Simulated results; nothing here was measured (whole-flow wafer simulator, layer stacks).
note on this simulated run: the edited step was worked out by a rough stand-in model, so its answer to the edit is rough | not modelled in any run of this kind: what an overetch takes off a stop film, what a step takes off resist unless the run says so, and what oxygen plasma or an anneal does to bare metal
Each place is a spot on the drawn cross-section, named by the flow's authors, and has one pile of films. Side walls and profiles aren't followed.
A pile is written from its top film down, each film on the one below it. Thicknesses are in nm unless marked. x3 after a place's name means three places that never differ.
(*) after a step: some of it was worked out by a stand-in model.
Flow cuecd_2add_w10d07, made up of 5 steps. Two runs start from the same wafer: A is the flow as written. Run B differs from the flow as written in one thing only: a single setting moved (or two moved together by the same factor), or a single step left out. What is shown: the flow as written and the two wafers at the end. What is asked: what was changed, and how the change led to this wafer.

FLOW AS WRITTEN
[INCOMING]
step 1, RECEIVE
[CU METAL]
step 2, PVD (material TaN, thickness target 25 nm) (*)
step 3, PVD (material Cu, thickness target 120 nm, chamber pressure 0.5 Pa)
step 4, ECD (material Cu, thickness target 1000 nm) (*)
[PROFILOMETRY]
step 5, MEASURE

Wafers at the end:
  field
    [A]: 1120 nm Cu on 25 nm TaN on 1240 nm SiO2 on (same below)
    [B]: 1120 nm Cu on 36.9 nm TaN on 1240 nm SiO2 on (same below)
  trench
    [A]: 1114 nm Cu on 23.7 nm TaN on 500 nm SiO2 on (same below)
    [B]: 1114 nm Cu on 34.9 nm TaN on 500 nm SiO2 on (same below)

Cause: step 2, PVD: thickness target 36.9 nm was run, whereas the flow has thickness target 25 nm.
One can read it off the wafer: field has TaN 36.9, and step 2 as written asks for 25 nm.

Step by step, how the change led to this:
  step 2, PVD (material TaN, thickness target 25 nm) (*)
      field: A TaN gains 25 (new film) | B TaN gains 36.9 (new film)
      trench: A TaN gains 23.7 (new film) | B TaN gains 34.9 (new film)
